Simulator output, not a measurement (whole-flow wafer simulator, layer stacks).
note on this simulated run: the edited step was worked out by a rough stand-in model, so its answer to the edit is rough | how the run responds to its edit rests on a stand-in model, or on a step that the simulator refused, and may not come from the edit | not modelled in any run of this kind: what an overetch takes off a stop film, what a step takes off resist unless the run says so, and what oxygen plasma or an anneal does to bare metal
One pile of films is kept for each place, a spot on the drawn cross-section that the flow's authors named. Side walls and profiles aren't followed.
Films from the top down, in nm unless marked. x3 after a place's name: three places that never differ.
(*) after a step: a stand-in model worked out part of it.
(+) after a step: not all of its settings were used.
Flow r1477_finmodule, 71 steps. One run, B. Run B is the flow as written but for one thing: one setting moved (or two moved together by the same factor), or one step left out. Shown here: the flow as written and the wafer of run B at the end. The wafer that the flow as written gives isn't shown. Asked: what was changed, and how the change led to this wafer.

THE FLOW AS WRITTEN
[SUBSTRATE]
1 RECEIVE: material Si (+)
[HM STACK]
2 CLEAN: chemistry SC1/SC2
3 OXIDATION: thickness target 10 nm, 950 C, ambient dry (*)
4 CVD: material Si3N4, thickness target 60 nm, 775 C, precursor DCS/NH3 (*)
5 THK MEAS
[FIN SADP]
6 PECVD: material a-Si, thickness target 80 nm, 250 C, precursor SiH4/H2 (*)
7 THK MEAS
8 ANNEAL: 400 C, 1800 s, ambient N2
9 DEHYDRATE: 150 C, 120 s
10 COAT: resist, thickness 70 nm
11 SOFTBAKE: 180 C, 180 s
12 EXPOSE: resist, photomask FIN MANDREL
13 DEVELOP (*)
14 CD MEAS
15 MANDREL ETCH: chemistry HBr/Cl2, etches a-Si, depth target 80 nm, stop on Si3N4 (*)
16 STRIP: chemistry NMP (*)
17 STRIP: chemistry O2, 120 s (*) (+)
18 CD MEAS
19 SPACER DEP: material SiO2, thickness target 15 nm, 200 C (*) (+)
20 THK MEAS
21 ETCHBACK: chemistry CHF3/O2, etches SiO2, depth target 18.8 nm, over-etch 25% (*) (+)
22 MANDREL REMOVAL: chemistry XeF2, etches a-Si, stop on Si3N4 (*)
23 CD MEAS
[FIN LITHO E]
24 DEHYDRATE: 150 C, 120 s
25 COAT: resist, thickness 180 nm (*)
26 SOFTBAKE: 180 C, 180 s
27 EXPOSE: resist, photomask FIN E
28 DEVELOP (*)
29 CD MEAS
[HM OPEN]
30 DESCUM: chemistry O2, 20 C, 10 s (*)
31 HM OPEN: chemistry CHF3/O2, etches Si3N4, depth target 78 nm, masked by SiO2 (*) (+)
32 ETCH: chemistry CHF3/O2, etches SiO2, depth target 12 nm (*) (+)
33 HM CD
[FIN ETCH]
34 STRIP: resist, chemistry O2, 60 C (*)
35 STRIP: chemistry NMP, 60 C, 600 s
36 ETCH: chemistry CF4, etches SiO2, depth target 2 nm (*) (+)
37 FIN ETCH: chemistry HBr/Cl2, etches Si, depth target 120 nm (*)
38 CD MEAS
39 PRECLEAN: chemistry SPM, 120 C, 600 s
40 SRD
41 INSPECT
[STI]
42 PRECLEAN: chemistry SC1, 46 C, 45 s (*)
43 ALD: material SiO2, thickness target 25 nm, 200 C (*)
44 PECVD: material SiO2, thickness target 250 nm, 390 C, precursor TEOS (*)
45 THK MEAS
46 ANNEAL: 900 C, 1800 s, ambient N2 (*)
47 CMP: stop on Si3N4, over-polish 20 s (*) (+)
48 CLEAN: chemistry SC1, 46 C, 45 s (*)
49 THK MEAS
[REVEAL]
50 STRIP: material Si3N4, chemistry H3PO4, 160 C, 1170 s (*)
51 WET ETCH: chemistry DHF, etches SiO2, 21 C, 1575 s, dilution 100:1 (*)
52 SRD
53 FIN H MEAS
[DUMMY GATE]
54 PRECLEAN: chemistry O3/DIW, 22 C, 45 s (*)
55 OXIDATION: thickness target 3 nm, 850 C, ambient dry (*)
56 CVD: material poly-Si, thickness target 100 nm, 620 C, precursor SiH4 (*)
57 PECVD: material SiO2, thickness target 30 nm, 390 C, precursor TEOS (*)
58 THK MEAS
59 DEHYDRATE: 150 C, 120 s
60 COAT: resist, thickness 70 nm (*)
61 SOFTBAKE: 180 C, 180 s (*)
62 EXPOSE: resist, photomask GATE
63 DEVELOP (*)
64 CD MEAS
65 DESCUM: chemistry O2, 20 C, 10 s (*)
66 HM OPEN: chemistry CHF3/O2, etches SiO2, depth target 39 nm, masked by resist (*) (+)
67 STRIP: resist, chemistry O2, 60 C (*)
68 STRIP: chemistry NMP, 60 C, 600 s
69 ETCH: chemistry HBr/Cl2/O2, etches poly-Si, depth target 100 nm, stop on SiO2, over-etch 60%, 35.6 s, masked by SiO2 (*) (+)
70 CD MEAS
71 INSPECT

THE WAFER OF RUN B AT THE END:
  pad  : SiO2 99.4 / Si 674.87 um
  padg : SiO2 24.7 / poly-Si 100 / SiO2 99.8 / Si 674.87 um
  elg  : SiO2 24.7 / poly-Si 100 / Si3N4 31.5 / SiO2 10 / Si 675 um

The cause: step 6, PECVD: thickness target 64 nm was run, where the flow has thickness target 80 nm.

How the change led to this, step by step:
  6 PECVD: material a-Si, thickness target 80 nm, 250 C, precursor SiH4/H2 (*)
      pad, padg, elg and 33 more: a-Si +64 (new film) (as written it would be: a-Si +80 (new film))
  15 MANDREL ETCH: chemistry HBr/Cl2, etches a-Si, depth target 80 nm, stop on Si3N4 (*)
      pad, padg, elg and 27 more: a-Si -64 (all of it) (as written it would be: a-Si -80 (all of it))
  21 ETCHBACK: chemistry CHF3/O2, etches SiO2, depth target 18.8 nm, over-etch 25% (*) (+)
      s40sg_line, s45sg_line, s50sg_line, s40so_line, s45so_line, s50so_line: SiO2 +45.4 (as written it would be: SiO2 +61.4)
  22 MANDREL REMOVAL: chemistry XeF2, etches a-Si, stop on Si3N4 (*)
      s40cg, s45cg, s50cg, s40co, s45co, s50co: a-Si -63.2 (all of it) (as written it would be: a-Si -79.2 (all of it))
  25 COAT: resist, thickness 180 nm (*)
      s40cg, s40co: resist +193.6 (new film) (as written it would be: resist +197.6 (new film))
      s40sg_line, s40so_line: resist +133.2 (new film) (as written it would be: resist +121.2 (new film))
      (and at 8 more places)
  28 DEVELOP (*)
      s40cg, s40co: resist -193.6 (all of it) (as written it would be: resist -197.6 (all of it))
      s40sg_line, s40so_line: resist -133.2 (all of it) (as written it would be: resist -121.2 (all of it))
      (and at 8 more places)
  37 FIN ETCH: chemistry HBr/Cl2, etches Si, depth target 120 nm (*)
      s40sg_line, s45sg_line, s50sg_line, s40so_line, s45so_line, s50so_line: SiO2 -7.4 (all of it), Si3N4 -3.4 (as written it would be: SiO2 -9.23)
  43 ALD: material SiO2, thickness target 25 nm, 200 C (*)
      s40sg_line, s45sg_line, s50sg_line, s40so_line, s45so_line, s50so_line: SiO2 +25 (new film) (as written it would be: SiO2 +25)
      s40cg, s45cg, s50cg, s40co, s45co, s50co: SiO2 +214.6 (new film) (as written it would be: SiO2 +232.1 (new film))
  47 CMP: stop on Si3N4, over-polish 20 s (*) (+)
      pad, padg, e40sg and 11 more: SiO2 -75.2 (as written it would be: SiO2 -71.8)
      s40cg, s45cg, s50cg, s40co, s45co, s50co: SiO2 -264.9 (as written it would be: SiO2 -279)
      (and at 7 more places)
  50 STRIP: material Si3N4, chemistry H3PO4, 160 C, 1170 s (*)
      s40sg_line, s45sg_line, s50sg_line, s40so_line, s45so_line, s50so_line: Si3N4 -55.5 (all of it), SiO2 -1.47 (as written it would be: Si3N4 -58.9 (all of it), SiO2 -1.37)
  51 WET ETCH: chemistry DHF, etches SiO2, 21 C, 1575 s, dilution 100:1 (*)
      elg, e40lg, e100lg, e200lg, elo, e40lo, e100lo, e200lo: SiO2 -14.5 (all of it), Si3N4 -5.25 (as written it would be: SiO2 -17.8 (all of it), Si3N4 -4.97)
  56 CVD: material poly-Si, thickness target 100 nm, 620 C, precursor SiH4 (*)
      s40cg, s40co: poly-Si +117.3 (new film) (as written it would be: poly-Si +113.9 (new film))
      s45cg, s45co: poly-Si +116.8 (new film) (as written it would be: poly-Si +113.4 (new film))
      (and at 2 more places)
  60 COAT: resist, thickness 70 nm (*)
      e40sg, eso, e40so: resist +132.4 (new film) (as written it would be: resist +129.5 (new film))
      e100sg, e100so: resist +132.4 (new film) (as written it would be: resist +129.4 (new film))
      (and at 8 more places)
  63 DEVELOP (*)
      eso, e40so: resist -132.4 (all of it) (as written it would be: resist -129.5 (all of it))
      e100so: resist -132.4 (all of it) (as written it would be: resist -129.4 (all of it))
      (and at 4 more places)
  67 STRIP: resist, chemistry O2, 60 C (*)
      e40sg: resist -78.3 (all of it) (as written it would be: resist -75.4 (all of it))
      e100sg: resist -78.3 (all of it) (as written it would be: resist -75.3 (all of it))
      (and at 4 more places)
  69 ETCH: chemistry HBr/Cl2/O2, etches poly-Si, depth target 100 nm, stop on SiO2, over-etch 60%, 35.6 s, masked by SiO2 (*) (+)
      s40co: chemical SiO2 -1.47 (all of it), poly-Si -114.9 (all of it), SiO2 -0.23 (as written it would be: chemical SiO2 -1.46 (all of it), poly-Si -111.5 (all of it), SiO2 -0.24)
      s45co: chemical SiO2 -1.47 (all of it), poly-Si -114.3 (all of it), SiO2 -0.23 (as written it would be: chemical SiO2 -1.46 (all of it), poly-Si -110.9 (all of it), SiO2 -0.25)
      (and at 1 more place)
